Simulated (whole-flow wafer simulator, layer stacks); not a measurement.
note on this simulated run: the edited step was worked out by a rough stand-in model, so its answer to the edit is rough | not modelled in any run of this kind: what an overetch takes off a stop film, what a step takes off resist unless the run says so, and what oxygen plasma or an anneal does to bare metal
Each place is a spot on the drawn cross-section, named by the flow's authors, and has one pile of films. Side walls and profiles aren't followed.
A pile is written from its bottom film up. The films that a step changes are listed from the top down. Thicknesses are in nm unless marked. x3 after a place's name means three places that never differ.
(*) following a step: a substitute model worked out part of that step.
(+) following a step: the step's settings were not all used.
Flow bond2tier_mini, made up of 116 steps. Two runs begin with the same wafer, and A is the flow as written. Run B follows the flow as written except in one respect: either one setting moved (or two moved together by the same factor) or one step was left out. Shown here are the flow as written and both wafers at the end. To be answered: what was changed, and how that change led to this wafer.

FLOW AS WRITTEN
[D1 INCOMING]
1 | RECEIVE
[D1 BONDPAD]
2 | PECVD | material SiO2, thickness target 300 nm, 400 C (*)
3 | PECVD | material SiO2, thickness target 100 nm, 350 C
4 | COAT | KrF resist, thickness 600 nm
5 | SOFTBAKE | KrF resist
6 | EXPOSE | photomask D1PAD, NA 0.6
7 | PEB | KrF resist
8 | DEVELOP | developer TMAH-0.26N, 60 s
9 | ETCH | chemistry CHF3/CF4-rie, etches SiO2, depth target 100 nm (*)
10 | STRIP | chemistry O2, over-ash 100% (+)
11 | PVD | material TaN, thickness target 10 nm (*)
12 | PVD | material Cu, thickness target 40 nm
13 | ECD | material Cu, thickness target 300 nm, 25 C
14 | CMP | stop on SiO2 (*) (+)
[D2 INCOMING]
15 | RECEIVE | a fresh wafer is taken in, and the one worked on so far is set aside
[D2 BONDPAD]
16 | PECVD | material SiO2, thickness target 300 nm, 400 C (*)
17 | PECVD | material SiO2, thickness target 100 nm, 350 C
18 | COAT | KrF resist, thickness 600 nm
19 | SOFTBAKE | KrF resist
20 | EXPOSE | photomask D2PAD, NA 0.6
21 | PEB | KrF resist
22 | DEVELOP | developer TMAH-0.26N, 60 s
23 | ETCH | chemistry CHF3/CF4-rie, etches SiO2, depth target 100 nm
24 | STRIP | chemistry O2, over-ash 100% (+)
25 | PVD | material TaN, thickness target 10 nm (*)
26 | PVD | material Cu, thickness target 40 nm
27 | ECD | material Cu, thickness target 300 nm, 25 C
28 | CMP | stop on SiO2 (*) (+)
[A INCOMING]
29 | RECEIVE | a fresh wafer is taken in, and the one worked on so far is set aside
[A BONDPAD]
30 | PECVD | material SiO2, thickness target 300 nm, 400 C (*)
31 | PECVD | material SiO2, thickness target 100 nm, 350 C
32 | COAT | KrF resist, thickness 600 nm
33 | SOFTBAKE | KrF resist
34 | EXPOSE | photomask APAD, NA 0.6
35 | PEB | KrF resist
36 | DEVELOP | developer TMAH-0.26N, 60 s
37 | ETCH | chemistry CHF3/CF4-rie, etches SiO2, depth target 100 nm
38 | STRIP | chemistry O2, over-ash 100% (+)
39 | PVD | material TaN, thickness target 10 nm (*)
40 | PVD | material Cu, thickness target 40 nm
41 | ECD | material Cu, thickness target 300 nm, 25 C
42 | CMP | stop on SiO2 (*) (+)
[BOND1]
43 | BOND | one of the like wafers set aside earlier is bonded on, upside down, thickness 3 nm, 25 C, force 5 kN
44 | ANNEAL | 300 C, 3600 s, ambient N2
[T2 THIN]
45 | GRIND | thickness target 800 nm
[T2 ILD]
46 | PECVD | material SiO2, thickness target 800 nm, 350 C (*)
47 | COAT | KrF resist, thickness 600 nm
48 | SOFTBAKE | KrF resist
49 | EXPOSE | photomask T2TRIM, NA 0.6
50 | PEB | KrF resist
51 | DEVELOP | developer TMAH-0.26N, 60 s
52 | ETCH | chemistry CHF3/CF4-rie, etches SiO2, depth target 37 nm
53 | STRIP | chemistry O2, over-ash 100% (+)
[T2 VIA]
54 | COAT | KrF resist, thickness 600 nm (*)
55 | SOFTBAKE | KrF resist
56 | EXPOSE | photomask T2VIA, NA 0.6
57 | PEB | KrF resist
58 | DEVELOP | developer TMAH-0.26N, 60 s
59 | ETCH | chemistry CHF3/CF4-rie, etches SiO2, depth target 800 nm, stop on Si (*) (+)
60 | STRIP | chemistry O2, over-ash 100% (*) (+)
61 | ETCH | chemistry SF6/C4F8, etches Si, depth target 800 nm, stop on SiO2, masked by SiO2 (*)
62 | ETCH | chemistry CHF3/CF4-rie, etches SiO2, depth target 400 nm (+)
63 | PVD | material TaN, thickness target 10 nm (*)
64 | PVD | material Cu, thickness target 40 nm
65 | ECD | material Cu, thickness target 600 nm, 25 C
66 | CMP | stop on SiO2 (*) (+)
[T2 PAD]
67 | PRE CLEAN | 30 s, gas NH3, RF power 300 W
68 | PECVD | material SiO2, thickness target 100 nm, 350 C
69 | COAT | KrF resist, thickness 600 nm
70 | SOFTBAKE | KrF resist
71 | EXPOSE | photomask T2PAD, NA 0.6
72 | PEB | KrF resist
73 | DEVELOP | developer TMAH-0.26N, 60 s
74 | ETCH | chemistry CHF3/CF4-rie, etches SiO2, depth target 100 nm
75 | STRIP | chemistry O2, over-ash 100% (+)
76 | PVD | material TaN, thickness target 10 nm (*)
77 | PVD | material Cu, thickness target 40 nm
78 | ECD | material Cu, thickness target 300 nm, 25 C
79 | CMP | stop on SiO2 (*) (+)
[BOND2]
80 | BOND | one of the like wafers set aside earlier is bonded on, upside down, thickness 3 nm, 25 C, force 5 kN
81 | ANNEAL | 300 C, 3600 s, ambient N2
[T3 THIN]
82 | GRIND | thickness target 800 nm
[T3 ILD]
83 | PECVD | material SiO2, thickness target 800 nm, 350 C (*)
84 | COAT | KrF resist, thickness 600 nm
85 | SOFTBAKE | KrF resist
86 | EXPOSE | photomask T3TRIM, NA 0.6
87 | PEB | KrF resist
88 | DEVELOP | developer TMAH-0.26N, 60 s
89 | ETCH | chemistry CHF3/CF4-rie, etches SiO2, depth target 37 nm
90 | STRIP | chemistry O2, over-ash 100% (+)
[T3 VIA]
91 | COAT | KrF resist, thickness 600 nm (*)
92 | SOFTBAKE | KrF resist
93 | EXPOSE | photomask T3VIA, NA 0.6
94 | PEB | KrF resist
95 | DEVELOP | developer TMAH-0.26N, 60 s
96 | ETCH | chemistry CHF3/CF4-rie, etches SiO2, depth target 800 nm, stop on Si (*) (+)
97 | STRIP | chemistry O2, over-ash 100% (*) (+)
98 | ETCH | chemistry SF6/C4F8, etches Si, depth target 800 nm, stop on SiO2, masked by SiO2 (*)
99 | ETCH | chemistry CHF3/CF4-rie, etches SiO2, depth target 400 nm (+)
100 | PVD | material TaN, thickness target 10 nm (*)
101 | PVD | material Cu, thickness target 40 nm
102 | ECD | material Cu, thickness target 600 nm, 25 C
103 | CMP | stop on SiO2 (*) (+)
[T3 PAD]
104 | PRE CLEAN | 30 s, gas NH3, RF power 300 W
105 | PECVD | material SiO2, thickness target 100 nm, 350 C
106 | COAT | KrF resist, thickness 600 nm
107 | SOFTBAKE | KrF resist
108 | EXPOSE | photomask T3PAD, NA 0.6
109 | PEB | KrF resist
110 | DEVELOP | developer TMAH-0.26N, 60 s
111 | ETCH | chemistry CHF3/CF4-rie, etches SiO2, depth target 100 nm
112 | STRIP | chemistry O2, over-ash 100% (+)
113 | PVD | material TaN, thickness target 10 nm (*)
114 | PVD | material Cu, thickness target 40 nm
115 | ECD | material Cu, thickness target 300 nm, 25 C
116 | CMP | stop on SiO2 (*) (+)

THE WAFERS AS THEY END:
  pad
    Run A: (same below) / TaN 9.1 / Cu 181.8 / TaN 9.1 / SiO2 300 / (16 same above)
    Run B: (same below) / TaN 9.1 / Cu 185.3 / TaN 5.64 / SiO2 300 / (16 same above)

Cause: step 11, PVD: thickness target 6.2 nm was run, whereas the flow has thickness target 10 nm.

How this came from the change, step by step:
  11 | PVD | material TaN, thickness target 10 nm (*)
      field: A TaN gains 10 (new film) | B TaN gains 6.2 (new film)
      pad: A TaN gains 9.1 (new film) | B TaN gains 5.64 (new film)
      (as well as at 1 more place)
  14 | CMP | stop on SiO2 (*) (+)
      field: A Cu loses 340 (all of it), TaN loses 10 (all of it) | B Cu loses 340 (all of it), TaN loses 6.2 (all of it)
  43 | BOND | one of the like wafers set aside earlier is bonded on, upside down, thickness 3 nm, 25 C, force 5 kN
      pad: A Si gains 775 um (new film), chemical SiO2 gains 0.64 (new film), SiO2 gains 300 (new film), TaN gains 9.1 (new film), Cu gains 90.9 | B Si gains 775 um (new film), chemical SiO2 gains 0.64 (new film), SiO2 gains 300 (new film), TaN gains 5.64 (new film), Cu gains 94.4
      via: A Si gains 775 um (new film), chemical SiO2 gains 0.64 (new film), SiO2 gains 300 (new film), TaN gains 9.97 (new film), Cu gains 90 | B Si gains 775 um (new film), chemical SiO2 gains 0.64 (new film), SiO2 gains 300 (new film), TaN gains 6.18 (new film), Cu gains 93.8
